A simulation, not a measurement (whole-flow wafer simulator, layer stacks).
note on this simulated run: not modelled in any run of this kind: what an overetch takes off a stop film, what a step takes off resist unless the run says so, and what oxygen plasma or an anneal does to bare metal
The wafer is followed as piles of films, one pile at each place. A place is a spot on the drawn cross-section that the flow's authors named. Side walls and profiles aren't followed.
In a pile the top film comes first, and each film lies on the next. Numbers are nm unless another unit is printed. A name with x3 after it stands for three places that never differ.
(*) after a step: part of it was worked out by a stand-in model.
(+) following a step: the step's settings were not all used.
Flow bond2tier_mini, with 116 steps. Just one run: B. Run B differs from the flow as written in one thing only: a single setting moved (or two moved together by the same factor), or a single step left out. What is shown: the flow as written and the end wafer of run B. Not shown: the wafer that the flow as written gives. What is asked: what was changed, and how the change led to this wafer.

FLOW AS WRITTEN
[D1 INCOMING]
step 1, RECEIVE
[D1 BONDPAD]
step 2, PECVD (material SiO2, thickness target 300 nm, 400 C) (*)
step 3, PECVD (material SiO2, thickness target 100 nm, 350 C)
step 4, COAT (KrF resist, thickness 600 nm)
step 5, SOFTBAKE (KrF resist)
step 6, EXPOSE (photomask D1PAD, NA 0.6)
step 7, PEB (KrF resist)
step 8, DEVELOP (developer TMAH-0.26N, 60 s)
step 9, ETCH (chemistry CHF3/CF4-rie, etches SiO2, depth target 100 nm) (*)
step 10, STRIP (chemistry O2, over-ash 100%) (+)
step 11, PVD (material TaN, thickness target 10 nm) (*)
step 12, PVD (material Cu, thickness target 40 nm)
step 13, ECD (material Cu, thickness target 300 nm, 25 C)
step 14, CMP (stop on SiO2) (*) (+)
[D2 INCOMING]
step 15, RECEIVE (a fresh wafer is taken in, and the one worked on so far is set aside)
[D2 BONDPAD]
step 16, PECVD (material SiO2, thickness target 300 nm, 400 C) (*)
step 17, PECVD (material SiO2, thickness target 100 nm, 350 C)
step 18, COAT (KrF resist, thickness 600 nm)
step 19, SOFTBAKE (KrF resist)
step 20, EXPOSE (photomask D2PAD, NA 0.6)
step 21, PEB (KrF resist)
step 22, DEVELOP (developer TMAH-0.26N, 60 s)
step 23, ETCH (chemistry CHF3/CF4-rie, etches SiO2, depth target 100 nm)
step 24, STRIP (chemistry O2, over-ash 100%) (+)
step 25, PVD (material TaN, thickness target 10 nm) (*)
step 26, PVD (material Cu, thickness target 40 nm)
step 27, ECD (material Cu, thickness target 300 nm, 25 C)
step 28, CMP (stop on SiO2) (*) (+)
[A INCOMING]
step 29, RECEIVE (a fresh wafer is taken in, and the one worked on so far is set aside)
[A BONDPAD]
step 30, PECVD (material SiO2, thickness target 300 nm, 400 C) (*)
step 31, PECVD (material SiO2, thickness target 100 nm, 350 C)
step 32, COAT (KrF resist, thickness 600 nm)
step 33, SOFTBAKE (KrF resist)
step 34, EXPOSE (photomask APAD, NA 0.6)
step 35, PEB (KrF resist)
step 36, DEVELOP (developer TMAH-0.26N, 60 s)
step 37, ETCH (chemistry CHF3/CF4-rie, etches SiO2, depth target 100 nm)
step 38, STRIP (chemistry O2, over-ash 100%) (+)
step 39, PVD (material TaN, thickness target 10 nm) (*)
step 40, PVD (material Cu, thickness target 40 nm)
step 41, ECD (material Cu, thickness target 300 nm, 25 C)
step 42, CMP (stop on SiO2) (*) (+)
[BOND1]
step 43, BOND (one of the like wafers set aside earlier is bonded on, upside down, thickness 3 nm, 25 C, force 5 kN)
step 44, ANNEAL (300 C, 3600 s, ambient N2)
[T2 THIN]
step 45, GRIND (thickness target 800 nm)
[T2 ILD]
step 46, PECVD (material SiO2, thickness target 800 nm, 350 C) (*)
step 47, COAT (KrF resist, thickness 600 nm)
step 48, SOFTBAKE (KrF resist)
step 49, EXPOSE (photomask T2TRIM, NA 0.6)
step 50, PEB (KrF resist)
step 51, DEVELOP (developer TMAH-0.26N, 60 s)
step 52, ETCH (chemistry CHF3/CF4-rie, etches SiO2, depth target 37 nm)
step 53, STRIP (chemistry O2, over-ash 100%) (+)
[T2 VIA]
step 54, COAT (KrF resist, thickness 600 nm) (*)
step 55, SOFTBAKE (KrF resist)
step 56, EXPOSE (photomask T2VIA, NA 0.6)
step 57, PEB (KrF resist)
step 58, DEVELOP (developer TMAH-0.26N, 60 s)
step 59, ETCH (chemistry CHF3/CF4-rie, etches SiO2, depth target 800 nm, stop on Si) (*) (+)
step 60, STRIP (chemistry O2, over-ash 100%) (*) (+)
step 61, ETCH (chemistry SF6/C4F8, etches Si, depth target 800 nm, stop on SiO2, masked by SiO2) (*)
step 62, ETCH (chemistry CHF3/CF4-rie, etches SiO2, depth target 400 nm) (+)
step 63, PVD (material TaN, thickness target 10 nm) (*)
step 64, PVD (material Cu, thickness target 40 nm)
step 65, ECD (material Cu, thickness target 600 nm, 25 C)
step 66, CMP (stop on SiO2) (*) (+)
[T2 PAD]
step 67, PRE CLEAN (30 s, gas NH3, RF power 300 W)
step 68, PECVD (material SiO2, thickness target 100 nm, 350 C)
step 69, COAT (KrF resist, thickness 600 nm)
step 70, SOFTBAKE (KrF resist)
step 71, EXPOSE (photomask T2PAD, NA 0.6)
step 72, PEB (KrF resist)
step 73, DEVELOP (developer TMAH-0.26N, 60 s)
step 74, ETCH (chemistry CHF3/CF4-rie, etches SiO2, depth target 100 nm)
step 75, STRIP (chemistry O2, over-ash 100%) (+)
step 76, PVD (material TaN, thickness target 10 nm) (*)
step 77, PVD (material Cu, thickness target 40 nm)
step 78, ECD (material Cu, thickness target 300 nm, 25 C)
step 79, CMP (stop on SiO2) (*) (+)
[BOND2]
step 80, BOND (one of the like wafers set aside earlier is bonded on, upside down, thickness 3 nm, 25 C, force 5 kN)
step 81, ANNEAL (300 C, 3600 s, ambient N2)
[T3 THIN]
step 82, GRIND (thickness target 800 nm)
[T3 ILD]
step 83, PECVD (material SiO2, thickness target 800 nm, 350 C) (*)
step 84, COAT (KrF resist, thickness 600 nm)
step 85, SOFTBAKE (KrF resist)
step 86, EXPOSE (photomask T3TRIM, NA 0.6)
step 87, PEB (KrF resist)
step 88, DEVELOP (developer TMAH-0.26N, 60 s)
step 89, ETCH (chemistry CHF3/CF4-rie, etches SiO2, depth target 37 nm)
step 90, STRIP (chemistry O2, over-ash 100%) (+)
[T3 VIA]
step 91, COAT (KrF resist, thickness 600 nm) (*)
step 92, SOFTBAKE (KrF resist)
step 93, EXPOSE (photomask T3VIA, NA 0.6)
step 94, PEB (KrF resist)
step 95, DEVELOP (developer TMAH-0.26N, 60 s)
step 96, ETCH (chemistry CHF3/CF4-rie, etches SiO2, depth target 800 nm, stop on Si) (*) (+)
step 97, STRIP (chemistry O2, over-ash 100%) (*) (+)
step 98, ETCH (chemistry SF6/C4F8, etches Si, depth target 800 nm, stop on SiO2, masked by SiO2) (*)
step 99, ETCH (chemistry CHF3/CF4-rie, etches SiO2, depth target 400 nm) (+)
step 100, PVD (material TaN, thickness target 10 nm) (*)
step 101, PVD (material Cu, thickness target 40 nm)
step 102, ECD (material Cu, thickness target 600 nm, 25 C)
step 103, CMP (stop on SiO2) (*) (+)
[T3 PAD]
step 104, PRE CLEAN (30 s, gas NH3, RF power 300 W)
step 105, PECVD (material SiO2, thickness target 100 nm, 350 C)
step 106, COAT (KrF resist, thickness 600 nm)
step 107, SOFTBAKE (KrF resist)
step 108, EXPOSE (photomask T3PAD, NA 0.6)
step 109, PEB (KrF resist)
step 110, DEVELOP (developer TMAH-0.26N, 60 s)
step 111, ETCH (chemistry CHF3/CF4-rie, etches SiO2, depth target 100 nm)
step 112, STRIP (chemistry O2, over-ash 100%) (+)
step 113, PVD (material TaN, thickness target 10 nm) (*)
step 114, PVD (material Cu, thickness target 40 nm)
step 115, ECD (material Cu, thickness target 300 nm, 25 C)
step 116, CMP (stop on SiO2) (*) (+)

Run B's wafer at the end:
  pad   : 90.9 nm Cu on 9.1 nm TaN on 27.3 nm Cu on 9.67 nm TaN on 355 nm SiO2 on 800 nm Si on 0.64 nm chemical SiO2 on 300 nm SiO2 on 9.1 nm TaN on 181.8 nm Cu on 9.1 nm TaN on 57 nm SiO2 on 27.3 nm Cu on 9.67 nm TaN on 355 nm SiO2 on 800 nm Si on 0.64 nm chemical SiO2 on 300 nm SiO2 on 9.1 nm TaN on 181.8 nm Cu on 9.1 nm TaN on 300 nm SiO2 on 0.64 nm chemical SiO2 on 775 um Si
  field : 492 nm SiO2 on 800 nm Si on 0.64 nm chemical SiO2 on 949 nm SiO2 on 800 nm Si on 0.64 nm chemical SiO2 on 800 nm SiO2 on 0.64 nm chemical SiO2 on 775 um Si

The reason: step 68, PECVD: thickness target 157 nm was run, though the flow has thickness target 100 nm.

The path from the change to this, step by step:
  step 68, PECVD (material SiO2, thickness target 100 nm, 350 C)
      field: +157 SiO2 (it would be, as written: +100 SiO2)
      pad: +157 SiO2 (new film) (it would be, as written: +100 SiO2 (new film))
  step 74, ETCH (chemistry CHF3/CF4-rie, etches SiO2, depth target 100 nm)
      pad: -100 SiO2 (it would be, as written: -100 SiO2 (all of it))
If metal films that touch count as one body, pad has 4 bodies (between them, from the top down: SiO2 355 / Si 800 / chemical SiO2 0.64 / SiO2 300; SiO2 57; SiO2 355 / Si 800 / chemical SiO2 0.64 / SiO2 300); the flow as written gives 3 bodies (between them, from the top down: SiO2 355 / Si 800 / chemical SiO2 0.64 / SiO2 300; SiO2 355 / Si 800 / chemical SiO2 0.64 / SiO2 300).
